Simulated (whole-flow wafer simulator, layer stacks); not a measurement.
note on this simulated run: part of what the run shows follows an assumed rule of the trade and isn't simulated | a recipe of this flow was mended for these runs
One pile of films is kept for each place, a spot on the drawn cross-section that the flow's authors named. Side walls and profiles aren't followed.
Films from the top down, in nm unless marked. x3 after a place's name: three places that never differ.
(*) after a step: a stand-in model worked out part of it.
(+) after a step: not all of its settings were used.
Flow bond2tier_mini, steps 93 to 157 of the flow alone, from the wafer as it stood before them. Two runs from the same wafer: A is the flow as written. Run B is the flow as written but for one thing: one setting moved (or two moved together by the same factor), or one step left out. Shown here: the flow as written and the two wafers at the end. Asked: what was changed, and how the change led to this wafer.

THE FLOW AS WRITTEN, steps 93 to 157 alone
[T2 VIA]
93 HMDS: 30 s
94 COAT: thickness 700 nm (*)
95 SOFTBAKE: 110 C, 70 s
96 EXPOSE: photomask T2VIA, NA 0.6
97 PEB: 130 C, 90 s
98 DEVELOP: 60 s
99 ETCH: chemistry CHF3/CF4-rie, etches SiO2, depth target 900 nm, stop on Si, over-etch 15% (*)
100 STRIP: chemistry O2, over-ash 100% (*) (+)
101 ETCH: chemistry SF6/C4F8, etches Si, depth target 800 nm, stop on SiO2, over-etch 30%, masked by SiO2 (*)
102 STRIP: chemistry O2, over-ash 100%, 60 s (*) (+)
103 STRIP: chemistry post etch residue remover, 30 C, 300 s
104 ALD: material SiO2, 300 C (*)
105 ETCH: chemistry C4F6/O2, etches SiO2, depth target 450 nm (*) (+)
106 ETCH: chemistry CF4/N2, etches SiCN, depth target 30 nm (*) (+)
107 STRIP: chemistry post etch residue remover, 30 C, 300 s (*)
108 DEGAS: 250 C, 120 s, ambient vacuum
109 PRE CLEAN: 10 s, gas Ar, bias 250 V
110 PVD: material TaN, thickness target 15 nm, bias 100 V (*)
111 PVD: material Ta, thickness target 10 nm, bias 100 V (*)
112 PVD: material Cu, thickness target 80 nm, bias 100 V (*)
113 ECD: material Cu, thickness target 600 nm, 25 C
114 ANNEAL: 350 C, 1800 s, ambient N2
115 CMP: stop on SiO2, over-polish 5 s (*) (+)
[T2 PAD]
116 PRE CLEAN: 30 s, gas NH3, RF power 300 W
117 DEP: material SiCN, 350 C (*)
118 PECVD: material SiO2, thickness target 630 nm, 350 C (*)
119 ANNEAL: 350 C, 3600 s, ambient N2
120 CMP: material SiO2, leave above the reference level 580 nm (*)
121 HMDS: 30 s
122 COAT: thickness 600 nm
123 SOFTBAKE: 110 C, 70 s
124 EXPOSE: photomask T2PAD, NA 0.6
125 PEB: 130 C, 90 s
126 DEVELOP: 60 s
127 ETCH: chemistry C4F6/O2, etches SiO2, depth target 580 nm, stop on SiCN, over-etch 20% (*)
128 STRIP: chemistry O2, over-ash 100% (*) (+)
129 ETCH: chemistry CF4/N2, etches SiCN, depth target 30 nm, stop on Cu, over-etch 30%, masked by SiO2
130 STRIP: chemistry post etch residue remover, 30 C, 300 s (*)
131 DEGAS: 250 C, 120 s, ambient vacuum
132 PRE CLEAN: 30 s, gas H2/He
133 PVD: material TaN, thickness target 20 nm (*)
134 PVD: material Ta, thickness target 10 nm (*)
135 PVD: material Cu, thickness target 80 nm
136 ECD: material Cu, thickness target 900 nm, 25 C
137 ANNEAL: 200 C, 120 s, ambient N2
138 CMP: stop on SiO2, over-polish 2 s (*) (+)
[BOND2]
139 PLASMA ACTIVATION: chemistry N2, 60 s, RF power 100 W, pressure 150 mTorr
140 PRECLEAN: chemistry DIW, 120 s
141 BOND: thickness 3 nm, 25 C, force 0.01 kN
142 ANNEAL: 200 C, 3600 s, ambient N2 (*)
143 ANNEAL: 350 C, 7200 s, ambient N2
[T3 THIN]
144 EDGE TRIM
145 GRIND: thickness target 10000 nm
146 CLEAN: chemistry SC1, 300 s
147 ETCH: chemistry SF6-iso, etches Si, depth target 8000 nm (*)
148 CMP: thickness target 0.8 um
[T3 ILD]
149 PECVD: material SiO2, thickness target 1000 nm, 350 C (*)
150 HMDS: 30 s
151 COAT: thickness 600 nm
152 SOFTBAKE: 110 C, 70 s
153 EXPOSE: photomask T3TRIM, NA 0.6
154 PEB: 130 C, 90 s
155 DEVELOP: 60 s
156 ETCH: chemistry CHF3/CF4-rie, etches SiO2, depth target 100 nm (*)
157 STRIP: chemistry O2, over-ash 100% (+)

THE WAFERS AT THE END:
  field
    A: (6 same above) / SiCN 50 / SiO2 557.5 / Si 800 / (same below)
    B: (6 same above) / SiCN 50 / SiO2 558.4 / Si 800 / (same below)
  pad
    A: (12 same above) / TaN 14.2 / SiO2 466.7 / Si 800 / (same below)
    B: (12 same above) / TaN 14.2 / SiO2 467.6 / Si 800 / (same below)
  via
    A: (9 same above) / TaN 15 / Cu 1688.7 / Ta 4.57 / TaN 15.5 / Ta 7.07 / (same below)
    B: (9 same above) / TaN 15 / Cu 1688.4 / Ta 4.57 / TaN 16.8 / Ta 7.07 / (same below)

The cause: step 109, PRE CLEAN: bias 162 V was run, where the flow has bias 250 V.

How the change led to this, step by step:
  109 PRE CLEAN: 10 s, gas Ar, bias 250 V
      field, pad: A SiO2 -3 | B SiO2 -2.16
      via: A TaN -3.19 | B TaN -1.96
